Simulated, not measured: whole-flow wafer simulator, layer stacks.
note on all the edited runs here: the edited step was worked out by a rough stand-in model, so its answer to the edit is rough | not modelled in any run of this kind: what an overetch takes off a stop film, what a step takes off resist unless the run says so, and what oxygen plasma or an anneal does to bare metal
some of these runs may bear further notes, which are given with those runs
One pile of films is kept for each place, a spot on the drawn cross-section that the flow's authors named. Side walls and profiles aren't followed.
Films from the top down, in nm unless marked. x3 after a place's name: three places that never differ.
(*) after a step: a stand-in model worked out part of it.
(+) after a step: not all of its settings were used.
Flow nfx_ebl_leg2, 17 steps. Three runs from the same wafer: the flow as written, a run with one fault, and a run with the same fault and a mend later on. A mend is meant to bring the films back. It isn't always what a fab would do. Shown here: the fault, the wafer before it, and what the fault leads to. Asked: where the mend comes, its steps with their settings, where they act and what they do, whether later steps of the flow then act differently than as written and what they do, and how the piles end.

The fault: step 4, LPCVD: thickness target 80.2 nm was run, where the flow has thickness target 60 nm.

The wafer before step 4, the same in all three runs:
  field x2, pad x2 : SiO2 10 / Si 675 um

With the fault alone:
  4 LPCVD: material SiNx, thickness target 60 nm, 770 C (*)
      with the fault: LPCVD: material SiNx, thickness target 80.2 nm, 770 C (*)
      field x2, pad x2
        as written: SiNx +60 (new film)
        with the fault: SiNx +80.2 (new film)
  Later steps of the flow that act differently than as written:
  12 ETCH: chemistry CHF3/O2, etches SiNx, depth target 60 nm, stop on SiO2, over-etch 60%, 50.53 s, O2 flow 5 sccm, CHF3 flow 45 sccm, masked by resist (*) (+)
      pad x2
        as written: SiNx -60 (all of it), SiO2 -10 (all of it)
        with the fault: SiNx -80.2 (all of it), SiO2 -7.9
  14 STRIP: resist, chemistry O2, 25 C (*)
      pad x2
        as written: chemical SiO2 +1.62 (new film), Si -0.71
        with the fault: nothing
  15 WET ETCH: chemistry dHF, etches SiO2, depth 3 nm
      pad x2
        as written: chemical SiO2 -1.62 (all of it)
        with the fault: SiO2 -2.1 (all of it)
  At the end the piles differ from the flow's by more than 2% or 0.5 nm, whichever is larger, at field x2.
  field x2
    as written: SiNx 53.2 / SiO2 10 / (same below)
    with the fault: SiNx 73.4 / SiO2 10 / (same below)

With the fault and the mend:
  The mend comes after step 5.
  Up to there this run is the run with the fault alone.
  5a ETCH: chemistry h3po4, depth target 20.2 nm
      field x2, pad x2
        SiNx -20.2
  No later step of the flow acts differently than as written at any place that is followed.
  At the end the piles are the same as the flow's at every place that both follow.
